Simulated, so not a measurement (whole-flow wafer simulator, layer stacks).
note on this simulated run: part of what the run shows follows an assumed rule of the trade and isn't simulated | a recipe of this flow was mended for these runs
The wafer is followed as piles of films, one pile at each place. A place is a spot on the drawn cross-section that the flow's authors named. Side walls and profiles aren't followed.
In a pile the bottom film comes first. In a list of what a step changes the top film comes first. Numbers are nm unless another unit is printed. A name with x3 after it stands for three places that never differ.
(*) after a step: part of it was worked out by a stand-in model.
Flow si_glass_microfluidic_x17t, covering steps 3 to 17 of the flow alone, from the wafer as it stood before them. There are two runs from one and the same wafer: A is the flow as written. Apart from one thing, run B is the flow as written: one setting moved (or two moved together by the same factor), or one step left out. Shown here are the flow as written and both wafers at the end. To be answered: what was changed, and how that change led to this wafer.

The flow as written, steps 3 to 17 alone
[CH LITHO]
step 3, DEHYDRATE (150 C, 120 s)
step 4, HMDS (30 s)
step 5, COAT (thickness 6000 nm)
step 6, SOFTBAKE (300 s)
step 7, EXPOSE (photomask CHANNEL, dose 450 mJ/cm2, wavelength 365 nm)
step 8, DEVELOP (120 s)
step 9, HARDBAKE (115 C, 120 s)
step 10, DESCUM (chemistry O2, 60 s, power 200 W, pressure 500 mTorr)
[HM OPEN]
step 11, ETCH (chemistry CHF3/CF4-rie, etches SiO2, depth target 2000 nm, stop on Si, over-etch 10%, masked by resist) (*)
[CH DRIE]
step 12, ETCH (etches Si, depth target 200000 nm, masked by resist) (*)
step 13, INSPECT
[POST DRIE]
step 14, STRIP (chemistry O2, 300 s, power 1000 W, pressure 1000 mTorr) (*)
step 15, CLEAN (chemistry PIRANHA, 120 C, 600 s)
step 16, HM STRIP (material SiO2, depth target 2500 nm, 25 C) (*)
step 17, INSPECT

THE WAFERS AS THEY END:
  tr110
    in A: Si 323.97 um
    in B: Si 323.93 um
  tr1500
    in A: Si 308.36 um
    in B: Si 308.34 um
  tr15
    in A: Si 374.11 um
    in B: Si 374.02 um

The reason: step 11, ETCH: depth target 2480 nm was run, though the flow has depth target 2000 nm.

Step by step, how the change led to this:
  step 11, ETCH (chemistry CHF3/CF4-rie, etches SiO2, depth target 2000 nm, stop on Si, over-etch 10%, masked by resist) (*)
      tr110, tr1500, tr15: A -2000 SiO2 (all of it), -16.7 Si | B -2000 SiO2 (all of it), -60.7 Si
      land: A -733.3 thick-i-line-resist | B -909.3 thick-i-line-resist
  step 12, ETCH (etches Si, depth target 200000 nm, masked by resist) (*)
      tr1500: A -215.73 um Si | B -215.71 um Si
      tr15: A -149.99 um Si | B -150.04 um Si
  step 14, STRIP (chemistry O2, 300 s, power 1000 W, pressure 1000 mTorr) (*)
      land: A -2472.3 thick-i-line-resist (all of it) | B -2296.6 thick-i-line-resist (all of it)
